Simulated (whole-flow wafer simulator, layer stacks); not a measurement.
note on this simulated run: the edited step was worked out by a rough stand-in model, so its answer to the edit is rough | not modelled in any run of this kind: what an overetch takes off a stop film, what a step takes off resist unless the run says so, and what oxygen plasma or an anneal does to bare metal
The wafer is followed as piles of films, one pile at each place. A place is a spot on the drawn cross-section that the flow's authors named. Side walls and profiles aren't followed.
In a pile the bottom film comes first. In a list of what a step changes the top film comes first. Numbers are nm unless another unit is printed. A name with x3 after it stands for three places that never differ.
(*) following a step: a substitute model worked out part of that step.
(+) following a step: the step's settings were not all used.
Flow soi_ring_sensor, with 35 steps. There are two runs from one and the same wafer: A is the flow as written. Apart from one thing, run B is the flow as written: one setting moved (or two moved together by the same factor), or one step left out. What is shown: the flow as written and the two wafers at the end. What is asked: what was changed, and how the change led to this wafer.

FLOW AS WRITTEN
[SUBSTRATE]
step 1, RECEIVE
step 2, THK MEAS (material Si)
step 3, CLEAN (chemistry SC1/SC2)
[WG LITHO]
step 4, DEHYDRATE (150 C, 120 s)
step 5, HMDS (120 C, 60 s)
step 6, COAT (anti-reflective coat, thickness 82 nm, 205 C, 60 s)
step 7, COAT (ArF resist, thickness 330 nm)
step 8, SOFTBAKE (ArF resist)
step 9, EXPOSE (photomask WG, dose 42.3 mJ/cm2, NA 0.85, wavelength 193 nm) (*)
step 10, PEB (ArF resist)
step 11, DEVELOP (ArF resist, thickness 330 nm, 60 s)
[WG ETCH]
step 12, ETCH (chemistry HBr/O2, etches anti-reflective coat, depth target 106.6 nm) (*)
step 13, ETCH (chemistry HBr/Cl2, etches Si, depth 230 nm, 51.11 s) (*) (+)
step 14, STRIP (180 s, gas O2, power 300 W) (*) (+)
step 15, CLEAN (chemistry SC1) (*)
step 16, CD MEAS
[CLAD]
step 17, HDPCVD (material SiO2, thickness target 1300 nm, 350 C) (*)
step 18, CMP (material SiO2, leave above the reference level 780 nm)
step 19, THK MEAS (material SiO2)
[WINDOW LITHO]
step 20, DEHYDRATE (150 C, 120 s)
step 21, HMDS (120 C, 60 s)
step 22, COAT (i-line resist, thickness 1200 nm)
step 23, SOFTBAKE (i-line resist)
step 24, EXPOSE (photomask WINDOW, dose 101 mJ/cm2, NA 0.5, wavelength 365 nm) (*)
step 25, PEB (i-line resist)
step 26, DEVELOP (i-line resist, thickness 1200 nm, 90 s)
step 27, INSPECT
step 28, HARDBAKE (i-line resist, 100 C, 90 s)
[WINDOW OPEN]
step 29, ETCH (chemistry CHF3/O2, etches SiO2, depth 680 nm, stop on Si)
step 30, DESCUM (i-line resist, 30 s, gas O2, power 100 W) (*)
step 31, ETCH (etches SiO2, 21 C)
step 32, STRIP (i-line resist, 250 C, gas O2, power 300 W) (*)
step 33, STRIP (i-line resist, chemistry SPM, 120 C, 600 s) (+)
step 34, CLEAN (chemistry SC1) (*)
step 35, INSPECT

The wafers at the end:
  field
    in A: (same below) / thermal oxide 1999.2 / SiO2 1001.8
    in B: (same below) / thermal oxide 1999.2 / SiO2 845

The reason: step 17, HDPCVD: thickness target 845 nm was run, though the flow has thickness target 1300 nm.

Step by step, how the change led to this:
  step 17, HDPCVD (material SiO2, thickness target 1300 nm, 350 C) (*)
      core, gap, window, field, core_clad, gap_clad: A SiO2 gains 1300 (new film) | B SiO2 gains 845 (new film)
  step 18, CMP (material SiO2, leave above the reference level 780 nm)
      gap, window, field, gap_clad: A SiO2 loses 298.2 | B nothing
      core, core_clad: A SiO2 loses 520 | B SiO2 loses 65
  step 22, COAT (i-line resist, thickness 1200 nm)
      core, core_clad: A i-line resist gains 1200 (new film) | B i-line resist gains 1064.3 (new film)
  step 23, SOFTBAKE (i-line resist)
      core, core_clad: A nothing | B i-line resist loses 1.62
      gap, gap_clad: A nothing | B i-line resist loses 2.03
      (as well as at 1 more place)
  step 25, PEB (i-line resist)
      core, core_clad: A i-line resist loses 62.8 | B i-line resist loses 55.3
  step 26, DEVELOP (i-line resist, thickness 1200 nm, 90 s)
      core: A i-line resist loses 1137.2 (all of it) | B i-line resist loses 1007.4 (all of it)
  step 32, STRIP (i-line resist, 250 C, gas O2, power 300 W) (*)
      core_clad: A i-line resist loses 550.1 (all of it) | B i-line resist loses 420.5 (all of it)
